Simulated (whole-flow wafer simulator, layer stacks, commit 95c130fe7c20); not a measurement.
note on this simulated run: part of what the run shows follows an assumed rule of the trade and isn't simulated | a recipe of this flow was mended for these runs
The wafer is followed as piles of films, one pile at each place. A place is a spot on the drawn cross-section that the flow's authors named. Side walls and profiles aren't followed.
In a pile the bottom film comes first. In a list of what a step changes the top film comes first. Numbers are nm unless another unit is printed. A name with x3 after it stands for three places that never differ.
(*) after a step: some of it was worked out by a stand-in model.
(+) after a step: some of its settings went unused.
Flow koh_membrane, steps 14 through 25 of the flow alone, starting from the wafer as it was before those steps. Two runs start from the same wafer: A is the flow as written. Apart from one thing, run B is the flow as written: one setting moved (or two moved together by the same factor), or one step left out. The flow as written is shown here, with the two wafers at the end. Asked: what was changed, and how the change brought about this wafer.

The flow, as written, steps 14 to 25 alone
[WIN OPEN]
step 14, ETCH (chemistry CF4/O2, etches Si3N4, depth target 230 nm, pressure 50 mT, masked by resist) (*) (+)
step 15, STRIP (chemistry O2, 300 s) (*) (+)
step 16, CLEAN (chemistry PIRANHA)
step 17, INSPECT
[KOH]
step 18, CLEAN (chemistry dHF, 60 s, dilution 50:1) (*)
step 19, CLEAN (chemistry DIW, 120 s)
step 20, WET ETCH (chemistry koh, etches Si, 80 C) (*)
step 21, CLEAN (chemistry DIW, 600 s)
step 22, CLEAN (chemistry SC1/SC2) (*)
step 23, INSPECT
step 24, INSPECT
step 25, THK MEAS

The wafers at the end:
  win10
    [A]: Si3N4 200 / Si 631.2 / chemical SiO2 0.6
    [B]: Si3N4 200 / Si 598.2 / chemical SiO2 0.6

Cause: step 14, ETCH: depth target 263 nm was run, though the flow has depth target 230 nm.

How this came from the change, step by step:
  step 14, ETCH (chemistry CF4/O2, etches Si3N4, depth target 230 nm, pressure 50 mT, masked by resist) (*) (+)
      win20 x4, win10: A Si3N4 loses 200 (all of it), chemical SiO2 loses 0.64 (all of it), Si loses 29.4 | B Si3N4 loses 200 (all of it), chemical SiO2 loses 0.64 (all of it), Si loses 62.4
      field: A i-line-resist loses 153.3 | B i-line-resist loses 175.3
  step 15, STRIP (chemistry O2, 300 s) (*) (+)
      field: A i-line-resist loses 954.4 (all of it) | B i-line-resist loses 932.4 (all of it)
